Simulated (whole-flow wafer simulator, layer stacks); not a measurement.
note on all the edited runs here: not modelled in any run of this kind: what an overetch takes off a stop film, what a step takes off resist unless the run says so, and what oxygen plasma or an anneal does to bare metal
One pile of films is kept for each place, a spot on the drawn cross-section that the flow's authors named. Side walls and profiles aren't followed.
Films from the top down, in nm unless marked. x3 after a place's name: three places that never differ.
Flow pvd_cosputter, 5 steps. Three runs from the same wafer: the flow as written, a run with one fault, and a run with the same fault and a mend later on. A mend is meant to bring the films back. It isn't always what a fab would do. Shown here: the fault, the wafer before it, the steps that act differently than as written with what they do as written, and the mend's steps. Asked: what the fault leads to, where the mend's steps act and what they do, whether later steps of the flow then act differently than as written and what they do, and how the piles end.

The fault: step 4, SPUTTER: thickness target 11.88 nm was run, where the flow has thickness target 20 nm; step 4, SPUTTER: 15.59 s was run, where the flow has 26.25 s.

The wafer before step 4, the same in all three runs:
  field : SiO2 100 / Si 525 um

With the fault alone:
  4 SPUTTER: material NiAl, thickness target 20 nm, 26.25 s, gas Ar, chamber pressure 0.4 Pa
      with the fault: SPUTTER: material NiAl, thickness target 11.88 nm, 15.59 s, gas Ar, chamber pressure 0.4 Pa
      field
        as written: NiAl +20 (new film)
        with the fault: NiAl +11.9 (new film)
  No later step of the flow acts differently than as written at any place that is followed.
  At the end the piles differ from the flow's by more than 2% or 0.5 nm, whichever is larger, at field.
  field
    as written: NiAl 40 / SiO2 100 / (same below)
    with the fault: NiAl 31.9 / SiO2 100 / (same below)

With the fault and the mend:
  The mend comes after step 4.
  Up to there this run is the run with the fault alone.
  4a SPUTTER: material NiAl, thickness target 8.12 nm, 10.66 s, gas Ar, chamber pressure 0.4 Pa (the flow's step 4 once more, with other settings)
      field
        NiAl +8.12
  No later step of the flow acts differently than as written at any place that is followed.
  At the end the piles are the same as the flow's at every place that both follow.
